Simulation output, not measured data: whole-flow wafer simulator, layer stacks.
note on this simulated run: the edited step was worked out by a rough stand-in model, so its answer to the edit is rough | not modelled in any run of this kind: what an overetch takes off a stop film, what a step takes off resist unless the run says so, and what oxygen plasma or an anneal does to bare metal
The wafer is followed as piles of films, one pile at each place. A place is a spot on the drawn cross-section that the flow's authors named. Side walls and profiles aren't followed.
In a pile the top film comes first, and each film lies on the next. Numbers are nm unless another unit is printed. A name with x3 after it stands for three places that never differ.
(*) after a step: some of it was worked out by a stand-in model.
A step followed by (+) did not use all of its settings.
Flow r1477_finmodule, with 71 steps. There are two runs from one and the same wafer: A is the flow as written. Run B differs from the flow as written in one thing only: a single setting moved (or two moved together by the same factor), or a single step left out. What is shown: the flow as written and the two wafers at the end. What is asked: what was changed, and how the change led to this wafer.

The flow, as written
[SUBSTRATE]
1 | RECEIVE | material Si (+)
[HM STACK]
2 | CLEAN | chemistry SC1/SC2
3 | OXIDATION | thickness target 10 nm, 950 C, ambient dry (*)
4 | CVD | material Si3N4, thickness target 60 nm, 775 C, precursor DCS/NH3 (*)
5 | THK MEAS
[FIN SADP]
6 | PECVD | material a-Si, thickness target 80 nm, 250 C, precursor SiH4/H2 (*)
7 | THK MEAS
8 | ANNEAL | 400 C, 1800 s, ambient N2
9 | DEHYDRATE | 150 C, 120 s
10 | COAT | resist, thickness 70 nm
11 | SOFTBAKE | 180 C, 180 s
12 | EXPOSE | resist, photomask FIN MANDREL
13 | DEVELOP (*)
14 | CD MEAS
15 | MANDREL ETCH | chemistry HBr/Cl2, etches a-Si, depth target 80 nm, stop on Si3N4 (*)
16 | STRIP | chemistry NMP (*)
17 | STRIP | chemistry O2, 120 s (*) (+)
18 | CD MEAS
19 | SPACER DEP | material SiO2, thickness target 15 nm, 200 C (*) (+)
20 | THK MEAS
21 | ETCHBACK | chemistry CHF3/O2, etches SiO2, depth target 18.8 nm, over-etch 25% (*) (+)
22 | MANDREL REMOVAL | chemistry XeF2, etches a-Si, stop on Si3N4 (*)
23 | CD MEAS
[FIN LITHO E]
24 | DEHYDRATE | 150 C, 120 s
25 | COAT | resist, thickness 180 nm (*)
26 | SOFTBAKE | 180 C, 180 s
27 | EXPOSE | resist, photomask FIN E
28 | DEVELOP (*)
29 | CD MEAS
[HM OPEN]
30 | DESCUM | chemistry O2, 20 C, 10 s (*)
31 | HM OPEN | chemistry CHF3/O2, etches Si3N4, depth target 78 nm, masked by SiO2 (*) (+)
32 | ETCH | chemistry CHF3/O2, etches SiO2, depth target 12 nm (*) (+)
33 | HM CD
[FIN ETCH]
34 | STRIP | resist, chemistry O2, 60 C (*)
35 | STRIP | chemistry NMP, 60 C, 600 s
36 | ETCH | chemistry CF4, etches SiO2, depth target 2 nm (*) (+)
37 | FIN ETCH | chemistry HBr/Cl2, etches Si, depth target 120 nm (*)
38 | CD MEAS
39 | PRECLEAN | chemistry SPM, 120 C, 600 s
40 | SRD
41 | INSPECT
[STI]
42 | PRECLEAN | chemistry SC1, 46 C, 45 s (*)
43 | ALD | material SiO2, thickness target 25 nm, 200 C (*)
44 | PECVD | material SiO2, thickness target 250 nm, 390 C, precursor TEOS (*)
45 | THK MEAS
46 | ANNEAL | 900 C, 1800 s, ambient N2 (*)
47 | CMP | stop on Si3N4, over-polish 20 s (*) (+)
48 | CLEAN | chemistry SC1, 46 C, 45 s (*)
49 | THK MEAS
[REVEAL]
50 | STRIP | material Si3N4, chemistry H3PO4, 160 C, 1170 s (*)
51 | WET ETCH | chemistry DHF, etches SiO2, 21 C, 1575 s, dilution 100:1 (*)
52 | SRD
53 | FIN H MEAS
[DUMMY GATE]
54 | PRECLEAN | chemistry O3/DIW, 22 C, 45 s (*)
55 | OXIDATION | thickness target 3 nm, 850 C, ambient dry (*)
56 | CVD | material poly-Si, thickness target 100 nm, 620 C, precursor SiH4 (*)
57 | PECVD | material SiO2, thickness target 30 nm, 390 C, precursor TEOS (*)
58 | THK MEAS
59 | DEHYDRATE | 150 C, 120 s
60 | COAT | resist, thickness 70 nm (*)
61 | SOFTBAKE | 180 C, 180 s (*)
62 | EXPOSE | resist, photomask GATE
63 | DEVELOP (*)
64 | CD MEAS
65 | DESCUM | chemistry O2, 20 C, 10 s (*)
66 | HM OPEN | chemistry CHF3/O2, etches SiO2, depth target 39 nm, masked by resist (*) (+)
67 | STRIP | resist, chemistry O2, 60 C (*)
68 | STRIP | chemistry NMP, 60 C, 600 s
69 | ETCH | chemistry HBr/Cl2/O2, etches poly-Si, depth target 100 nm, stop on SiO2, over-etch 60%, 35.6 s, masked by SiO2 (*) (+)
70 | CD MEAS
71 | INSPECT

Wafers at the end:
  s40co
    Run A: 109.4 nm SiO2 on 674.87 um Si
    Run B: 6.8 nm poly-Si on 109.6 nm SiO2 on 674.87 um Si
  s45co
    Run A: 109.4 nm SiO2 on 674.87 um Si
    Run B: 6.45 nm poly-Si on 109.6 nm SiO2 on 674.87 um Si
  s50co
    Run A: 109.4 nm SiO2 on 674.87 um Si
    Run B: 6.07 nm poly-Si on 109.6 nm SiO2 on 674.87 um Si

Cause: step 56, CVD: thickness target 154.6 nm was run, while the flow as written has thickness target 100 nm.

The path from the change to this, step by step:
  56 | CVD | material poly-Si, thickness target 100 nm, 620 C, precursor SiH4 (*)
      pad, padg, elg and 26 more: A poly-Si gains 100 (new film) | B poly-Si gains 154.6 (new film)
      s40cg, s40co: A poly-Si gains 113.9 (new film) | B poly-Si gains 169.2 (new film)
      (also at 5 further places)
  67 | STRIP | resist, chemistry O2, 60 C (*)
      s40cg: A resist loses 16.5 (all of it) | B resist loses 15.9 (all of it)
      s45cg: A resist loses 16.9 (all of it) | B resist loses 16.2 (all of it)
      (also at 1 further place)
  69 | ETCH | chemistry HBr/Cl2/O2, etches poly-Si, depth target 100 nm, stop on SiO2, over-etch 60%, 35.6 s, masked by SiO2 (*) (+)
      pad, eso, e40so, e100so, e200so, s40so, s45so, s50so: A chemical SiO2 loses 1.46 (all of it), poly-Si loses 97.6 (all of it), SiO2 loses 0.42 | B chemical SiO2 loses 1.46 (all of it), poly-Si loses 152.2 (all of it)
      elo, e40lo, e100lo, e200lo: A chemical SiO2 loses 1.46 (all of it), poly-Si loses 97.6 (all of it), Si3N4 loses 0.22 | B chemical SiO2 loses 1.46 (all of it), poly-Si loses 152.2 (all of it)
      (also at 6 further places)
